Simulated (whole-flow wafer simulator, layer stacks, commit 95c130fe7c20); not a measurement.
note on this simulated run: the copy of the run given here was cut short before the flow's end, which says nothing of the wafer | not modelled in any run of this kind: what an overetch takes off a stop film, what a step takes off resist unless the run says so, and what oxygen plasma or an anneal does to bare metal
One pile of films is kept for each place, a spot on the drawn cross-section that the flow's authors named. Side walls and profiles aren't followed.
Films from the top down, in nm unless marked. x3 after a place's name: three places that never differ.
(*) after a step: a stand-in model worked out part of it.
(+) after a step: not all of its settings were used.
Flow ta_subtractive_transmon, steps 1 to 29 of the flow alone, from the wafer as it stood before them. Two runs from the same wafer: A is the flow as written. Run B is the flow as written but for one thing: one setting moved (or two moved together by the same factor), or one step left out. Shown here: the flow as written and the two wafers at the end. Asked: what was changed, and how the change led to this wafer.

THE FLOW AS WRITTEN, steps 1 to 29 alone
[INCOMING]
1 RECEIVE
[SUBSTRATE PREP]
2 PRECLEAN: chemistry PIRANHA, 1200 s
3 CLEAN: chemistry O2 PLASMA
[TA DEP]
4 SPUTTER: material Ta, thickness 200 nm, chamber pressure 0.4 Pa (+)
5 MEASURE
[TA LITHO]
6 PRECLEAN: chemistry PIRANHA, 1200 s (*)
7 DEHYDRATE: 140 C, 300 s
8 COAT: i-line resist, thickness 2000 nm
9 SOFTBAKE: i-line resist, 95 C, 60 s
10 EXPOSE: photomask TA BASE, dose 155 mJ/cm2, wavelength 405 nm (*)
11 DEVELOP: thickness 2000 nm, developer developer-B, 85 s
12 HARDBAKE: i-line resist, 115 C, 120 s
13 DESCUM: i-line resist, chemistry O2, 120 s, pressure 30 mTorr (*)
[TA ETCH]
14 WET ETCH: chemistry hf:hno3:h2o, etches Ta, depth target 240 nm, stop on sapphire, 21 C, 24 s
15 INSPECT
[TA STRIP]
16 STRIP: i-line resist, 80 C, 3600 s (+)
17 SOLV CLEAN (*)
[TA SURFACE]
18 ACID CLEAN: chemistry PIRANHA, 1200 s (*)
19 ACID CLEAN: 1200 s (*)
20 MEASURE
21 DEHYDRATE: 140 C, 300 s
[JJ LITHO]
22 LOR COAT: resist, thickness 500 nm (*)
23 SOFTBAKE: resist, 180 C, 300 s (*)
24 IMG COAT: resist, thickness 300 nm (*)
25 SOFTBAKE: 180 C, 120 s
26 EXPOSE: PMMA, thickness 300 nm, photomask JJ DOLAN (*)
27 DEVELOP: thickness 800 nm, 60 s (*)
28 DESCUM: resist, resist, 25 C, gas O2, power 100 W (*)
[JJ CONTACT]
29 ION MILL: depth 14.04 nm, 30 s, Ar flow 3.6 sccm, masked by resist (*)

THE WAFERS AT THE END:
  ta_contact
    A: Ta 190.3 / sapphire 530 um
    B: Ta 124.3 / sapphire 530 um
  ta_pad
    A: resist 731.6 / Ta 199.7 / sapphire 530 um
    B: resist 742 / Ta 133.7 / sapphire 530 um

The cause: step 4, SPUTTER: thickness 134 nm was run, where the flow has thickness 200 nm.

How the change led to this, step by step:
  4 SPUTTER: material Ta, thickness 200 nm, chamber pressure 0.4 Pa (+)
      field x2, jj_line, lead, ta_contact, ta_pad: A Ta +200 (new film) | B Ta +134 (new film)
  14 WET ETCH: chemistry hf:hno3:h2o, etches Ta, depth target 240 nm, stop on sapphire, 21 C, 24 s
      field x2, jj_line, lead: A Ta -200 (all of it) | B Ta -134 (all of it)
  22 LOR COAT: resist, thickness 500 nm (*)
      lead: A resist +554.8 (new film) | B resist +537.6 (new film)
      ta_contact: A resist +443.8 (new film) | B resist +461.2 (new film)
  24 IMG COAT: resist, thickness 300 nm (*)
      ta_pad: A resist +281.3 | B resist +287.3
  27 DEVELOP: thickness 800 nm, 60 s (*)
      lead: A resist -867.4 (all of it) | B resist -846 (all of it)
      ta_contact: A resist -731.2 (all of it) | B resist -752.9 (all of it)
